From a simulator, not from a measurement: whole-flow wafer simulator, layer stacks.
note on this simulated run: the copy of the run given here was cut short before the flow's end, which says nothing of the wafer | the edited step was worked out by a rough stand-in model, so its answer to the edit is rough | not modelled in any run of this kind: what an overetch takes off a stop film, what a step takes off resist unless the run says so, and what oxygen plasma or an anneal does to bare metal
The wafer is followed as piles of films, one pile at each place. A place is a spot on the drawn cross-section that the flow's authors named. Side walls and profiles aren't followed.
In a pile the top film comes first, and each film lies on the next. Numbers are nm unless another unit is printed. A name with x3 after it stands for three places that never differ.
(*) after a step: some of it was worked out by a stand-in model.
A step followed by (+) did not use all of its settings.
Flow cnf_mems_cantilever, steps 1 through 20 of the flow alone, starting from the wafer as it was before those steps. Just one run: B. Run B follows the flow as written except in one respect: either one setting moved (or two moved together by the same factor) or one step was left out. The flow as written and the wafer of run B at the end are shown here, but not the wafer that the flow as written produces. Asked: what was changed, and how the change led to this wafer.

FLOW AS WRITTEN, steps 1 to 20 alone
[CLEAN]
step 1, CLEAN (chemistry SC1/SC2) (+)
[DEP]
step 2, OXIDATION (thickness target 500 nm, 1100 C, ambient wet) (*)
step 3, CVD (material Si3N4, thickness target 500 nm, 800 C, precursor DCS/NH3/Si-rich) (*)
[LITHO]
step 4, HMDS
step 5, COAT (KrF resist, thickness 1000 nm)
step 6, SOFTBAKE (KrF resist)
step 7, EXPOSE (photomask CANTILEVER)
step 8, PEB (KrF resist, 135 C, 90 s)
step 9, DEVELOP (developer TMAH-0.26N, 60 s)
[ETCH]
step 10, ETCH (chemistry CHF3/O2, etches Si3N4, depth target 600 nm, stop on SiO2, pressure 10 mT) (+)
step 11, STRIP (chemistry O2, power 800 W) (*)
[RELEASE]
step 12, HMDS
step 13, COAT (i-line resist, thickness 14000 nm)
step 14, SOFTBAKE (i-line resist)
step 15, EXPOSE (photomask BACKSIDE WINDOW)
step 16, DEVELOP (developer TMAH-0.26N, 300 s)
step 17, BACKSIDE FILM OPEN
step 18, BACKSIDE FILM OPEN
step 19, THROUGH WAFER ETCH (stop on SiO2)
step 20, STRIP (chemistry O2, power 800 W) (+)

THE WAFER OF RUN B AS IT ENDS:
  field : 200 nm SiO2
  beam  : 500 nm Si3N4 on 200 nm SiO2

Cause: step 2, OXIDATION: thickness target 200 nm was run, while the flow as written has thickness target 500 nm.
The wafer lets one read it off: field has SiO2 200, and step 2 as written asks for 500 nm.

How this came from the change, step by step:
  step 2, OXIDATION (thickness target 500 nm, 1100 C, ambient wet) (*)
      field, beam: +200 SiO2 (new film), -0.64 chemical SiO2 (all of it), -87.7 Si (as written it would have been: +500 SiO2 (new film), -0.64 chemical SiO2 (all of it), -219.7 Si)
  step 19, THROUGH WAFER ETCH (stop on SiO2)
      field: under 1 film: -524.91 um Si (all of it) (as written it would have been: under 1 film: -524.78 um Si (all of it))
      beam: under 2 films: -524.91 um Si (all of it) (as written it would have been: under 2 films: -524.78 um Si (all of it))
